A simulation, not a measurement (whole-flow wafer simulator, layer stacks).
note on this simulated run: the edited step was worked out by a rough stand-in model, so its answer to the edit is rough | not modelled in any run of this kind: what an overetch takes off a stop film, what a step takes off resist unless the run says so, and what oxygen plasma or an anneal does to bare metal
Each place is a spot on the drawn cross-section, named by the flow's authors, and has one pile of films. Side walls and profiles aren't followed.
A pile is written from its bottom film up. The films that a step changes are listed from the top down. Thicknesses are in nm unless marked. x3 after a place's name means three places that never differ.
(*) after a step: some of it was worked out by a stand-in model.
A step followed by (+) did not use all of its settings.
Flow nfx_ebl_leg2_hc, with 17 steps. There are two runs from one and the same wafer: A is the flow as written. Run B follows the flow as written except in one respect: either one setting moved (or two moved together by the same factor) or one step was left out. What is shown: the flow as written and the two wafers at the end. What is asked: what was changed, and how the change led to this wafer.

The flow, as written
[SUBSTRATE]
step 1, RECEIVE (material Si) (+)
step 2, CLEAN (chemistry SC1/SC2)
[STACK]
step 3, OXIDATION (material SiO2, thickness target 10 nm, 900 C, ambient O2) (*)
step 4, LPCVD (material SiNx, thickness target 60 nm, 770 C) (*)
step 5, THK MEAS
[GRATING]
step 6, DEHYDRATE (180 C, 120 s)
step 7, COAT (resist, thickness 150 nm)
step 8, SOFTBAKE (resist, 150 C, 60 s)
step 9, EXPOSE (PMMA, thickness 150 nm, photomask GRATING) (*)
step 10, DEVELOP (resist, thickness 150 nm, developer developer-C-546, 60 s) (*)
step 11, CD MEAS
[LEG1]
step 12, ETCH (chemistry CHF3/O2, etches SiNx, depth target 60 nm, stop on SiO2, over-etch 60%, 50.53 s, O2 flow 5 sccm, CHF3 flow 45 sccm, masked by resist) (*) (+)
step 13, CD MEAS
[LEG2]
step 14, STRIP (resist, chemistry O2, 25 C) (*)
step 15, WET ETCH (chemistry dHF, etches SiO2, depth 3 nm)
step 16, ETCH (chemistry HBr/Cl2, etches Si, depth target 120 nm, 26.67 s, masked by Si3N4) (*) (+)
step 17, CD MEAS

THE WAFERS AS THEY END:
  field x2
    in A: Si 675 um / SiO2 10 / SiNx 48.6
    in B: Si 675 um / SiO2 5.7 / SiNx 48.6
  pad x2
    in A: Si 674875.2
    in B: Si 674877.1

What caused this: step 3, OXIDATION: thickness target 5.7 nm was run, while the flow as written has thickness target 10 nm.
The wafer itself shows it: field x2 has SiO2 5.7, and step 3 as written asks for 10 nm.

Step by step, how the change led to this:
  step 3, OXIDATION (material SiO2, thickness target 10 nm, 900 C, ambient O2) (*)
      field x2, pad x2: A +10 SiO2 (new film), -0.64 chemical SiO2 (all of it), -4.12 Si | B +5.7 SiO2 (new film), -0.64 chemical SiO2 (all of it), -2.22 Si
  step 12, ETCH (chemistry CHF3/O2, etches SiNx, depth target 60 nm, stop on SiO2, over-etch 60%, 50.53 s, O2 flow 5 sccm, CHF3 flow 45 sccm, masked by resist) (*) (+)
      pad x2: A -60 SiNx (all of it), -10 SiO2 (all of it) | B -60 SiNx (all of it), -5.7 SiO2 (all of it)
